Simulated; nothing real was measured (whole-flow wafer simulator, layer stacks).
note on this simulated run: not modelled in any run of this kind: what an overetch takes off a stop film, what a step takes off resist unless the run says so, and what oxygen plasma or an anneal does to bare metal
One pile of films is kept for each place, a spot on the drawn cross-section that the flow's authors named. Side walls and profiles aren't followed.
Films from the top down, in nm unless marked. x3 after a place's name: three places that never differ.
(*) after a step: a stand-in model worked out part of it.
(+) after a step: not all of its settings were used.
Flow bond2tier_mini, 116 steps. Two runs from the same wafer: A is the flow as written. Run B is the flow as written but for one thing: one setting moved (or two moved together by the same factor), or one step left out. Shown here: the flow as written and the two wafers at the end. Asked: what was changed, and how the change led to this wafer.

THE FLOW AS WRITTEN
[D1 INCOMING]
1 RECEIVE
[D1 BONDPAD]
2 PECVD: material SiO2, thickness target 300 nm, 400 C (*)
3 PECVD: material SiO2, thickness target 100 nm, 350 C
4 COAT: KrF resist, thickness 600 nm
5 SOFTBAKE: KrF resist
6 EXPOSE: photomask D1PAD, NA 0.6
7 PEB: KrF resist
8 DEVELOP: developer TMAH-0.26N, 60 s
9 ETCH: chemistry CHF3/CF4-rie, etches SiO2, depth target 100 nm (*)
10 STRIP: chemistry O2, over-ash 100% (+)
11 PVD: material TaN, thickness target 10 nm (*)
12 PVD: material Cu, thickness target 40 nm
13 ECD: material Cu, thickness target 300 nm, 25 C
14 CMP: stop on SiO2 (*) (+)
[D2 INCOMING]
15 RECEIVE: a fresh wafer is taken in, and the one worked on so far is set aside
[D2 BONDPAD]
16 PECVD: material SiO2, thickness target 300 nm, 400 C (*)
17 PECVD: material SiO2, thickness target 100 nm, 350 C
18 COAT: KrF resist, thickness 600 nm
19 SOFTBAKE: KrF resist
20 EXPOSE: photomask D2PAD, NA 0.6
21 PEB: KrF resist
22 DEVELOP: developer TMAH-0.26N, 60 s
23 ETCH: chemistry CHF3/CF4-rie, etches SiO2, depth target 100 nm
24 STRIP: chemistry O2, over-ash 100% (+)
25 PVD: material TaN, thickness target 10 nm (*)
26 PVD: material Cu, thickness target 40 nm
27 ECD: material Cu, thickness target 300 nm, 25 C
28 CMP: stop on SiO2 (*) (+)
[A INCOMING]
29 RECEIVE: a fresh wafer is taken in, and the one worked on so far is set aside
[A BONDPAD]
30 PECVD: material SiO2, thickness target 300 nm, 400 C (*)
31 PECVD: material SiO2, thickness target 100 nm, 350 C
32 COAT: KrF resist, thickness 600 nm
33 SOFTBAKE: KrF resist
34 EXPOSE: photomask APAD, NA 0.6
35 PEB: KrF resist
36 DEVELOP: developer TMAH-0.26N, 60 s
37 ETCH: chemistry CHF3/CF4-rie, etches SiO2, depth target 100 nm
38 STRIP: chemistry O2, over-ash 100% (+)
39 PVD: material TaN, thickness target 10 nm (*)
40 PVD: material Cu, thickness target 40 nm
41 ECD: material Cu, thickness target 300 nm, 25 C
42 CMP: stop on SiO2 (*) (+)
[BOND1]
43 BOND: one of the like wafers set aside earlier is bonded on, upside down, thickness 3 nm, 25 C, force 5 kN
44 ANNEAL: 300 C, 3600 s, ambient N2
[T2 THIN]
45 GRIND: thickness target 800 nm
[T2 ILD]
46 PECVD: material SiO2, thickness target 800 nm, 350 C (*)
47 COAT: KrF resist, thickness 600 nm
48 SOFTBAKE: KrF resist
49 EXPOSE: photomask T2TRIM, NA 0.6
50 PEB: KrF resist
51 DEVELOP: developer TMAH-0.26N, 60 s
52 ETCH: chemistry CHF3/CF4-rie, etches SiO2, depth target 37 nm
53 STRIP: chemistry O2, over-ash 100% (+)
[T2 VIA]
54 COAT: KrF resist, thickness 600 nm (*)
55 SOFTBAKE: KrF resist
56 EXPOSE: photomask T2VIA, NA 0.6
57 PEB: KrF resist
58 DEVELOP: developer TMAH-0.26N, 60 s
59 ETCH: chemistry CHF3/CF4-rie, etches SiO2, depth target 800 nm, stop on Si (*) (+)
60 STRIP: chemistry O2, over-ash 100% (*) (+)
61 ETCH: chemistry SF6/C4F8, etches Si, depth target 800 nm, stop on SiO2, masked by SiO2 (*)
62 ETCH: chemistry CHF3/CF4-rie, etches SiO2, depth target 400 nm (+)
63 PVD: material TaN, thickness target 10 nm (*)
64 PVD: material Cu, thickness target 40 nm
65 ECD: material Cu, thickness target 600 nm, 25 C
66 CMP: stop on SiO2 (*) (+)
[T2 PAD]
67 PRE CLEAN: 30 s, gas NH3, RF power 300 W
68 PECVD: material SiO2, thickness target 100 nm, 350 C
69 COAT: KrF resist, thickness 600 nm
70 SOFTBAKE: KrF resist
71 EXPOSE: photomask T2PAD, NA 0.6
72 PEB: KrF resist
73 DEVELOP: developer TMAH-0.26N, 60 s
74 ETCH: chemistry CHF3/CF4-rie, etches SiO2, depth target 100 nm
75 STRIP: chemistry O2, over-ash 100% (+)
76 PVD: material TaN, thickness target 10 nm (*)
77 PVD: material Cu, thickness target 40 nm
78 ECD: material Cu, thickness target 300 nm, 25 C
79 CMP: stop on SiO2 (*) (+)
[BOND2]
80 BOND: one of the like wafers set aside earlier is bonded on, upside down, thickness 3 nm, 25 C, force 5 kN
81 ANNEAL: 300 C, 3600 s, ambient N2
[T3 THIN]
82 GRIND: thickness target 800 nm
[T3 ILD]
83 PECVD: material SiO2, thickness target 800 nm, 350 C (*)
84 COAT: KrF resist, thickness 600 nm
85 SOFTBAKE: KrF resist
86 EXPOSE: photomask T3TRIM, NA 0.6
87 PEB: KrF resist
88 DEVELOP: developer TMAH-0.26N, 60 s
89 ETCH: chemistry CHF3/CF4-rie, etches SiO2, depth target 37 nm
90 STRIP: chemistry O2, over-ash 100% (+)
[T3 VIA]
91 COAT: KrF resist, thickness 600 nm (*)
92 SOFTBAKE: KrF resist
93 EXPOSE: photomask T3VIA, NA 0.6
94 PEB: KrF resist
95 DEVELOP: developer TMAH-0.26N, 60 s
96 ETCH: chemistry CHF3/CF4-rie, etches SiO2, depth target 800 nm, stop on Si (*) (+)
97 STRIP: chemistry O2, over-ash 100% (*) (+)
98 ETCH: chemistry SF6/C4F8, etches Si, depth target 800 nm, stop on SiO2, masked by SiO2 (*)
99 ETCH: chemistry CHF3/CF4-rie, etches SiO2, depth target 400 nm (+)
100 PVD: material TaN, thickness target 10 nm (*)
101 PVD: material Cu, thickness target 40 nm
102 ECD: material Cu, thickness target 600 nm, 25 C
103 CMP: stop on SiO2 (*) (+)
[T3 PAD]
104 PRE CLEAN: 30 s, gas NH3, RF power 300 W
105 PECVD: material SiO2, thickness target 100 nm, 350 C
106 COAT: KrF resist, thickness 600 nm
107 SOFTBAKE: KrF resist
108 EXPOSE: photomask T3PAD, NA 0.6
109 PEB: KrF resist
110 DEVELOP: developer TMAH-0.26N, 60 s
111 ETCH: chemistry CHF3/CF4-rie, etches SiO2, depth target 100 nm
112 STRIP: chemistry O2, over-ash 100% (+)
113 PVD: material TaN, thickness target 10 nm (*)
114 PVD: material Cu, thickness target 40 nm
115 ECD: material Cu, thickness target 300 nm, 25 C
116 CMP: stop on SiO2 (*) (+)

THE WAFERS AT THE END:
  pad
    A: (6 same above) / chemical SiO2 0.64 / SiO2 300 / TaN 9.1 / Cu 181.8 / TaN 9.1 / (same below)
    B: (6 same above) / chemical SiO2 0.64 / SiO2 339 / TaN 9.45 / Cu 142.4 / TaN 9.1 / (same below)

The cause: step 23, ETCH: depth target 61 nm was run, where the flow has depth target 100 nm.

How the change led to this, step by step:
  23 ETCH: chemistry CHF3/CF4-rie, etches SiO2, depth target 100 nm
      pad, via: A SiO2 -100 | B SiO2 -61
      field: A KrF resist -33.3 | B KrF resist -20.3
  24 STRIP: chemistry O2, over-ash 100% (+)
      field: A KrF resist -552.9 (all of it) | B KrF resist -565.9 (all of it)
  26 PVD: material Cu, thickness target 40 nm
      pad: A Cu +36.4 (new film) | B Cu +37.8 (new film)
  27 ECD: material Cu, thickness target 300 nm, 25 C
      pad: A Cu +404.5 | B Cu +363.8
      via: A Cu +400.2 | B Cu +361
  80 BOND: one of the like wafers set aside earlier is bonded on, upside down, thickness 3 nm, 25 C, force 5 kN
      pad: A Si +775 um (new film), chemical SiO2 +0.64 (new film), SiO2 +300 (new film), TaN +9.1 (new film), Cu +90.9 | B Si +775 um (new film), chemical SiO2 +0.64 (new film), SiO2 +339 (new film), TaN +9.45 (new film), Cu +51.6
